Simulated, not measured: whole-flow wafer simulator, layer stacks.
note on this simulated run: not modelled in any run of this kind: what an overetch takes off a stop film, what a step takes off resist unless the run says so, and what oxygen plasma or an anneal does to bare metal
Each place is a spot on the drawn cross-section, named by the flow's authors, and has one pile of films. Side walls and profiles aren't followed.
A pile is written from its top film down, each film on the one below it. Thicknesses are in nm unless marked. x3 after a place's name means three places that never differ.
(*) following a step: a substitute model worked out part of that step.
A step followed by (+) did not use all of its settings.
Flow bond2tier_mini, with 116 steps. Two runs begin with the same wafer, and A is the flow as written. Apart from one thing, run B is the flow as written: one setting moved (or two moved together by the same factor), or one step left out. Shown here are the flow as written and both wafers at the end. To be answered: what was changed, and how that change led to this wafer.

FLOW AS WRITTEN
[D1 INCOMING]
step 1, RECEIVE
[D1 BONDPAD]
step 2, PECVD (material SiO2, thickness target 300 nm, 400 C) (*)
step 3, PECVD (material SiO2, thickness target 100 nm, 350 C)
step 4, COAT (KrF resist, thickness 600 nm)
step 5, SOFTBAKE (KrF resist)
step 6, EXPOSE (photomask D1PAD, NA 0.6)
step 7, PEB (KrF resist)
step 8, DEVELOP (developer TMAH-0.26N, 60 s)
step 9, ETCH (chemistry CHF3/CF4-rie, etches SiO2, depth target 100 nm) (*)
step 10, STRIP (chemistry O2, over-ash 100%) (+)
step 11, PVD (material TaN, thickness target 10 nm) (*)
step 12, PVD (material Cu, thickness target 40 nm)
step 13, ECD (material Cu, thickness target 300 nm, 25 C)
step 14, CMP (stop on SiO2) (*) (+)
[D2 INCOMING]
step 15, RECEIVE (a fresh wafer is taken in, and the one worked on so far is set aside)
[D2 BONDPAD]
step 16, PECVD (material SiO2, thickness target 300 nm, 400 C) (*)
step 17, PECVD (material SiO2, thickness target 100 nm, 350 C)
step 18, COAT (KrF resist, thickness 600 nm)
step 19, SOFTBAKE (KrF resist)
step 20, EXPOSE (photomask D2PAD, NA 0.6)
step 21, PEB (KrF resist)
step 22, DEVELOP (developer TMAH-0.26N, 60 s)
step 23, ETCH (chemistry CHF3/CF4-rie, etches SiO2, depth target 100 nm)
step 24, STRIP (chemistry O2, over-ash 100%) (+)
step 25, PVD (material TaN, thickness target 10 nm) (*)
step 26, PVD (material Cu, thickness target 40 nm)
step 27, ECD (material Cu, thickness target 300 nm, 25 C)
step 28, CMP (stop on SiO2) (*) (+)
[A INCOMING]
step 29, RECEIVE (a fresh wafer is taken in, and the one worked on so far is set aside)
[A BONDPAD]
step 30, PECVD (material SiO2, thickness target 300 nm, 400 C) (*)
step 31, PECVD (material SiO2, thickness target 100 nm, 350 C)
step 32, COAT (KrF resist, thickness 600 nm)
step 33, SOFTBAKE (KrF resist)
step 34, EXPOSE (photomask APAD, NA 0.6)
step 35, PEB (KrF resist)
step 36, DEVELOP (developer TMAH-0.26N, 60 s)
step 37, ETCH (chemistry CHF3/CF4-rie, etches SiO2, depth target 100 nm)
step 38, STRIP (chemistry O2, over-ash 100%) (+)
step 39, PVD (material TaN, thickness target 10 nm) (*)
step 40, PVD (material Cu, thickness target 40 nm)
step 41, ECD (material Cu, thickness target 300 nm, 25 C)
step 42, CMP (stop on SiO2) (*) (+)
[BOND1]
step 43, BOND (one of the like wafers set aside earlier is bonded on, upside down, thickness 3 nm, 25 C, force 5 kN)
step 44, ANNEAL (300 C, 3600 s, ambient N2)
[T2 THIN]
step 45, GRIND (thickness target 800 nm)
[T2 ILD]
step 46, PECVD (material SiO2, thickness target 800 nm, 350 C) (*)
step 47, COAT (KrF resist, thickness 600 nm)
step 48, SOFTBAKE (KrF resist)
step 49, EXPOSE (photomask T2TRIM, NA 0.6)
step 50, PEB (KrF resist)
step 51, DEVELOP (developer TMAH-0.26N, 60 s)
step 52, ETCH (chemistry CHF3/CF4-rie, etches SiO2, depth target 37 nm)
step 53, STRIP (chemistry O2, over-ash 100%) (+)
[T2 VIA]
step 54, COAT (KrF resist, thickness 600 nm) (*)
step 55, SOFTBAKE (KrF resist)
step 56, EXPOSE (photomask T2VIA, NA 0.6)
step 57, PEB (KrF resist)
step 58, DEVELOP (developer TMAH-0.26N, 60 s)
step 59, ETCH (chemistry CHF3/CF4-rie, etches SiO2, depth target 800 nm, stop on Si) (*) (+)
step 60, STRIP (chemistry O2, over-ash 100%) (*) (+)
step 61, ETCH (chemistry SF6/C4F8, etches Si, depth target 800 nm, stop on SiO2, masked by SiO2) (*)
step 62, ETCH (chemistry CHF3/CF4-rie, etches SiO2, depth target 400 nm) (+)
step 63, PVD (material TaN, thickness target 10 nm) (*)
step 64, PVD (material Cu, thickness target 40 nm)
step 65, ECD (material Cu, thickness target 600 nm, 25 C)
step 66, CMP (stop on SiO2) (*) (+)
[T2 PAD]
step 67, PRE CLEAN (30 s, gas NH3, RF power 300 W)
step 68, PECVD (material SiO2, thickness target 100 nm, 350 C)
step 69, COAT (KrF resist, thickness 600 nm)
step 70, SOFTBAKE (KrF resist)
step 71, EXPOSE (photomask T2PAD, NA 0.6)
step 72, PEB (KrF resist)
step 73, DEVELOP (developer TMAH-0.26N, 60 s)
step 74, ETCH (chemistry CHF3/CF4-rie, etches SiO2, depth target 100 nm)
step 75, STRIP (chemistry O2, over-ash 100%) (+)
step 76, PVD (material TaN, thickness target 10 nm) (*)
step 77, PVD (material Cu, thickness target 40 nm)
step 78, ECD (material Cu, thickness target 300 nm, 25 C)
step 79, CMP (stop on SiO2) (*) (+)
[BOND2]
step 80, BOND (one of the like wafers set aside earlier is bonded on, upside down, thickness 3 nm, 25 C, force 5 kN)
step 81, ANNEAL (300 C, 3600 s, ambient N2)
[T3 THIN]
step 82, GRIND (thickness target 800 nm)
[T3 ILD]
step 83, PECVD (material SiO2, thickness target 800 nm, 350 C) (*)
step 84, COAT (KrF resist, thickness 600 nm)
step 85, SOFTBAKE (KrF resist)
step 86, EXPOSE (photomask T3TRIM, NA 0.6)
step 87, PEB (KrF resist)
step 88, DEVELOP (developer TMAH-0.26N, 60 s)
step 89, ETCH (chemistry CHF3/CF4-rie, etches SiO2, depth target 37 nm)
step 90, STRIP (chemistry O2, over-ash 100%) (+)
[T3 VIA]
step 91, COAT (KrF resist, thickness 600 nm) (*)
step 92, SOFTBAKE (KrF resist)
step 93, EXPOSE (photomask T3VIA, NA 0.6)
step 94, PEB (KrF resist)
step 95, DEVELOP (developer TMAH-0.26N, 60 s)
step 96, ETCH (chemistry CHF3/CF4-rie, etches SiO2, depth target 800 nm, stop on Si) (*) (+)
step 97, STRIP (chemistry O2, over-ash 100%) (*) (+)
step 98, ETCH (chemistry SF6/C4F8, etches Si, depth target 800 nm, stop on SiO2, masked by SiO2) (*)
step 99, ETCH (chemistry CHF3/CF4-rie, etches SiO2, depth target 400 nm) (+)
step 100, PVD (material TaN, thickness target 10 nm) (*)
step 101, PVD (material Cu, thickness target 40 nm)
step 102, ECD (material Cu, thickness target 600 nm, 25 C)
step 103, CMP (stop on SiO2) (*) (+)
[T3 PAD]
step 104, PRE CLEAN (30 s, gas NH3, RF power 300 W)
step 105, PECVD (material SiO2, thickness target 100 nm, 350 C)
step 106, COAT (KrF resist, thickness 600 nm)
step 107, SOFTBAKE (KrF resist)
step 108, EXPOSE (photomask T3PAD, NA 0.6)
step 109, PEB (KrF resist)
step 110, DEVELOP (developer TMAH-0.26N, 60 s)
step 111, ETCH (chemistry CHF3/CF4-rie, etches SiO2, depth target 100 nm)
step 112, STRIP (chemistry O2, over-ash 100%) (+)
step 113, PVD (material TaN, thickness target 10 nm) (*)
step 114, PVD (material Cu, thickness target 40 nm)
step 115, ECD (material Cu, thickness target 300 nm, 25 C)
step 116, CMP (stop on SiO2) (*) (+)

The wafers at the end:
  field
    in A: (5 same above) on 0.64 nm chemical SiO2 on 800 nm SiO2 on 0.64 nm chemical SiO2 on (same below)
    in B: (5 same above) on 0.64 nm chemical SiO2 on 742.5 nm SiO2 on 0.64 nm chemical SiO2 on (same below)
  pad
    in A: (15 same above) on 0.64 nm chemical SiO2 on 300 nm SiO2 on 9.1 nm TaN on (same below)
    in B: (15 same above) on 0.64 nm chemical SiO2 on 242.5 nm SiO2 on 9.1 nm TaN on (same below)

The reason: step 3, PECVD: thickness target 42.5 nm was run, though the flow has thickness target 100 nm.

How this came from the change, step by step:
  step 3, PECVD (material SiO2, thickness target 100 nm, 350 C)
      field, pad, via: A +100 SiO2 | B +42.5 SiO2
  step 43, BOND (one of the like wafers set aside earlier is bonded on, upside down, thickness 3 nm, 25 C, force 5 kN)
      field: A +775 um Si (new film), +0.64 chemical SiO2 (new film), +400 SiO2 | B +775 um Si (new film), +0.64 chemical SiO2 (new film), +342.5 SiO2
      pad: A +775 um Si (new film), +0.64 chemical SiO2 (new film), +300 SiO2 (new film), +9.1 TaN (new film), +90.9 Cu | B +775 um Si (new film), +0.64 chemical SiO2 (new film), +242.5 SiO2 (new film), +9.1 TaN (new film), +90.9 Cu
      (and at 1 other place as well)
